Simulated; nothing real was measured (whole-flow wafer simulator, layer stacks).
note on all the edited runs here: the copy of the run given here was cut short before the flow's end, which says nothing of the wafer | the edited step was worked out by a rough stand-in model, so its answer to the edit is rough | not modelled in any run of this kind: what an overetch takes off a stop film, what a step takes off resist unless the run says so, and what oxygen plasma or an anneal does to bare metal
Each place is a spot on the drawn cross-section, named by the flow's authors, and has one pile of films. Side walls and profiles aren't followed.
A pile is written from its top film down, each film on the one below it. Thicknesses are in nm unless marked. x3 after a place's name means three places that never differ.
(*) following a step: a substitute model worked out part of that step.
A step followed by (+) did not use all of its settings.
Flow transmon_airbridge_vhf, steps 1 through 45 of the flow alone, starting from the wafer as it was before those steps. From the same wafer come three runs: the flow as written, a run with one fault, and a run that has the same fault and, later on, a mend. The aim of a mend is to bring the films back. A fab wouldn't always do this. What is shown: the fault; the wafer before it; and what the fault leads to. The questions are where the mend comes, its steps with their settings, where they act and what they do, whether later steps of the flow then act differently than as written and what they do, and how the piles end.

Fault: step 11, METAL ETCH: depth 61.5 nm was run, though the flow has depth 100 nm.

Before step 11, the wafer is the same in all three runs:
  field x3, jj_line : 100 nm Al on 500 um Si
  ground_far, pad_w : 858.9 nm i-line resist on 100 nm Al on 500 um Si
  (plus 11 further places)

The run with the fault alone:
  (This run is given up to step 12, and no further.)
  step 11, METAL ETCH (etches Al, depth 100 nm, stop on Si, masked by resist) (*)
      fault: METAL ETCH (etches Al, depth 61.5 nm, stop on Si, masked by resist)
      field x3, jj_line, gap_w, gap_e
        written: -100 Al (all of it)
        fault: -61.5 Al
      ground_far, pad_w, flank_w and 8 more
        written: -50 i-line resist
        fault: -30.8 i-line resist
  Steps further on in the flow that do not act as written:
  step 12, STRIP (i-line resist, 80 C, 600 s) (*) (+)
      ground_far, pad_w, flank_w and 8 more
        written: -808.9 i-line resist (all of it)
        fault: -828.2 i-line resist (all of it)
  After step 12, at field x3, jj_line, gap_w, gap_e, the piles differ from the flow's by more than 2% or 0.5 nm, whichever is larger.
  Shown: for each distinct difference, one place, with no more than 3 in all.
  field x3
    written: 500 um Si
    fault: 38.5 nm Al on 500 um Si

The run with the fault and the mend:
  The mend stands after step 11.
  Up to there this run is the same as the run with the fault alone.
  step 11a, METAL ETCH (etches Al, depth 38.5 nm, stop on Si, masked by resist) (*) (the flow's step 11 again, with other settings)
      ground_far, pad_w, flank_w and 8 more
        -19.2 i-line resist
      field x3, jj_line, gap_w, gap_e
        -38.5 Al (all of it)
  Every later step of the flow that is run acts as written at every place that is followed.
  At every place that both follow, the piles at the end match the flow's.
